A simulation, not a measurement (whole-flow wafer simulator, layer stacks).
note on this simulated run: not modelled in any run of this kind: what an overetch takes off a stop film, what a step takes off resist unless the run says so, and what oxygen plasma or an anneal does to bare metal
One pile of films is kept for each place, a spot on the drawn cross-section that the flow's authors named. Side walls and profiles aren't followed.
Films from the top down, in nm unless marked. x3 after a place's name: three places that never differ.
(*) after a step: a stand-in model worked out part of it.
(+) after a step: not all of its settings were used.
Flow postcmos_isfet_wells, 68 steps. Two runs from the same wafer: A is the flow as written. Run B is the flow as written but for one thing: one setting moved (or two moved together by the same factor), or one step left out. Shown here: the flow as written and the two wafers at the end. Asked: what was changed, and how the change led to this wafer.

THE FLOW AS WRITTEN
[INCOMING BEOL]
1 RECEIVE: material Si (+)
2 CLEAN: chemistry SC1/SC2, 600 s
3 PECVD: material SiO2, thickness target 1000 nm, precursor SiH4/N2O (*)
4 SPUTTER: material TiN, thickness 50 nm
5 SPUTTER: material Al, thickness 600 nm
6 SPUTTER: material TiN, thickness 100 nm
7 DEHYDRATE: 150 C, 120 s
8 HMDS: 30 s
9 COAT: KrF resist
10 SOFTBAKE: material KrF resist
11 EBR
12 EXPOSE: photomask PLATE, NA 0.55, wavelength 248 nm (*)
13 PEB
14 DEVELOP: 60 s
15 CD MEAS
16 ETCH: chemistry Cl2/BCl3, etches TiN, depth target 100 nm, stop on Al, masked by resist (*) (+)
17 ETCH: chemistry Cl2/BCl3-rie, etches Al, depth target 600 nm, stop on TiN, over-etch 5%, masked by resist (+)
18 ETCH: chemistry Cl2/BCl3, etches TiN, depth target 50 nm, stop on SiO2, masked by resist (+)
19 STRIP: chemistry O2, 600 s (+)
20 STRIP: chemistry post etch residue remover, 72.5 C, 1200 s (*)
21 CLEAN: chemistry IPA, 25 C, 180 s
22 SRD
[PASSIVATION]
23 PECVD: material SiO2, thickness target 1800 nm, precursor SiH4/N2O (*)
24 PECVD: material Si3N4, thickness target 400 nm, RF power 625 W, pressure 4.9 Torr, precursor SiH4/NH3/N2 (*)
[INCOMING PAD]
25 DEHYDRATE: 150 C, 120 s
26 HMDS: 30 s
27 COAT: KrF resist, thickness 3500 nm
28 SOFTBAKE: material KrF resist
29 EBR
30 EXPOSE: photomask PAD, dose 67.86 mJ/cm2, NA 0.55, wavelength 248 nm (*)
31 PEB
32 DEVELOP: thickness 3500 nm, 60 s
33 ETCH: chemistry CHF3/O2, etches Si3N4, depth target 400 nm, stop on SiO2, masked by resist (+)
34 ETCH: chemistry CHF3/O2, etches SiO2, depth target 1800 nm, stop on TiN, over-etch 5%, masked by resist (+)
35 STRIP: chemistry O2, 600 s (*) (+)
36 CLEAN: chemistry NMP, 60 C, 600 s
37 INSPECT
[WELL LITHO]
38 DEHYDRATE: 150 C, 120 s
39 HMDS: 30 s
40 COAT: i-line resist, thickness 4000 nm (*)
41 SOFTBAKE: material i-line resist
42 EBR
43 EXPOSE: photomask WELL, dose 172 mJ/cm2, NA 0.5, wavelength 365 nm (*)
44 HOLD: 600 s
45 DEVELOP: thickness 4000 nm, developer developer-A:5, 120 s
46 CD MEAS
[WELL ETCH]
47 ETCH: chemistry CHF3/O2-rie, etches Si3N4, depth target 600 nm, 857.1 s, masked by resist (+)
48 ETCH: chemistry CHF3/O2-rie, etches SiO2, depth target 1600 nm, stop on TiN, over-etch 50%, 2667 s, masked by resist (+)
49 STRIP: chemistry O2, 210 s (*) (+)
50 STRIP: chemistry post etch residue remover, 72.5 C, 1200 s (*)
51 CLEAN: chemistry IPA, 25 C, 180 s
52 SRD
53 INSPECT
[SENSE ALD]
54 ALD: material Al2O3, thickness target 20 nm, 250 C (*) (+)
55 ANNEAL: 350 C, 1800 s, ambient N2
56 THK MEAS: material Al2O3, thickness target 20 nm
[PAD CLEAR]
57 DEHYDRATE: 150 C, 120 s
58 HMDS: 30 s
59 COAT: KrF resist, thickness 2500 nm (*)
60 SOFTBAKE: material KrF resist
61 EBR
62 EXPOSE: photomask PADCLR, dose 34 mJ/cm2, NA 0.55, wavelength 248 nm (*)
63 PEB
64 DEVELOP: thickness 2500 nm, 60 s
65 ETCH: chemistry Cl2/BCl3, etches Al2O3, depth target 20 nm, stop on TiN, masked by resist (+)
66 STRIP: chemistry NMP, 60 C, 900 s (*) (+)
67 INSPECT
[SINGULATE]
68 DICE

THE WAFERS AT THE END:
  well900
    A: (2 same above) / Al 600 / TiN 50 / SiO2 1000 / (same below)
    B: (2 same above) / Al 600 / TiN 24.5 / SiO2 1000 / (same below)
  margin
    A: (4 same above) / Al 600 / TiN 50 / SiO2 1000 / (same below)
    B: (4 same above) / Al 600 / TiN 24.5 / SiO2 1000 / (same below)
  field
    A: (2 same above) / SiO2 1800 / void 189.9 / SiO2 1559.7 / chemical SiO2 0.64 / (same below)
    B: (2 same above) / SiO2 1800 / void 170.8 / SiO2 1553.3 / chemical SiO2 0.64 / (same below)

The cause: step 4, SPUTTER: thickness 24.5 nm was run, where the flow has thickness 50 nm.
It can be read off the wafer: well900 has TiN 24.5, and step 4 as written asks for 50 nm.

How the change led to this, step by step:
  4 SPUTTER: material TiN, thickness 50 nm
      field, margin, well900, well1300 x3, pad_rim, pad_clr, pad_open: A TiN +50 (new film) | B TiN +24.5 (new film)
  18 ETCH: chemistry Cl2/BCl3, etches TiN, depth target 50 nm, stop on SiO2, masked by resist (+)
      margin, well900, well1300 x3, pad_rim, pad_clr, pad_open: A KrF resist -20 | B KrF resist -14.7
      field: A TiN -50 (all of it) | B TiN -24.5 (all of it)
  23 PECVD: material SiO2, thickness target 1800 nm, precursor SiH4/N2O (*)
      field: A SiO2 +1800 (new film), void +189.9 (new film), SiO2 +559.7 | B SiO2 +1800 (new film), void +170.8 (new film), SiO2 +553.3
